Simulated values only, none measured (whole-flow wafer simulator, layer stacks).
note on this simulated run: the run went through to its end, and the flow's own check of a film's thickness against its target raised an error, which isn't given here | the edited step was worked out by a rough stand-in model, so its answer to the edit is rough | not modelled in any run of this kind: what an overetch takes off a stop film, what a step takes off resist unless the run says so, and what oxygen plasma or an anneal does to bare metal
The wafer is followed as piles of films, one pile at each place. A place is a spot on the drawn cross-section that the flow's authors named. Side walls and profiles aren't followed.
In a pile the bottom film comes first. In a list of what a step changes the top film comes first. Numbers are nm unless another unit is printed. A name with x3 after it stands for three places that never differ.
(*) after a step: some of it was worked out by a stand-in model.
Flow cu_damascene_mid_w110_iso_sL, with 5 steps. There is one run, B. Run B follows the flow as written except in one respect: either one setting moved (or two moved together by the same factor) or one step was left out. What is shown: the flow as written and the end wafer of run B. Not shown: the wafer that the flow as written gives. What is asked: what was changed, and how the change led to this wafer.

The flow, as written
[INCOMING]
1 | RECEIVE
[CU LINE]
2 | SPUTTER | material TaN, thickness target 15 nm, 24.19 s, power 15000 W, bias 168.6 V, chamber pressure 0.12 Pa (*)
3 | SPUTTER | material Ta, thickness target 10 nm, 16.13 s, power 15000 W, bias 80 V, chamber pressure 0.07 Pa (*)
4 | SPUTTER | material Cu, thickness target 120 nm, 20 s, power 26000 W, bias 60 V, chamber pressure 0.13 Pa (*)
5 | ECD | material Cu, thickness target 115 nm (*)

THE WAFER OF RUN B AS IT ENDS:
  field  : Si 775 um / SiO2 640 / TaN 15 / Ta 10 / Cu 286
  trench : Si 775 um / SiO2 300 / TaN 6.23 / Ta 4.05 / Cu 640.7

The reason: step 4, SPUTTER: thickness target 171 nm was run, whereas the flow has thickness target 120 nm; step 4, SPUTTER: 28.5 s was run, where the flow has 20 s.

The path from the change to this, step by step:
  4 | SPUTTER | material Cu, thickness target 120 nm, 20 s, power 26000 W, bias 60 V, chamber pressure 0.13 Pa (*)
      field: Cu gains 171 (new film) (it would be, as written: Cu gains 120 (new film))
      trench: Cu gains 71.2 (new film) (it would be, as written: Cu gains 49.9 (new film))
  5 | ECD | material Cu, thickness target 115 nm (*)
      trench: Cu gains 569.6 (it would be, as written: Cu gains 539.8)
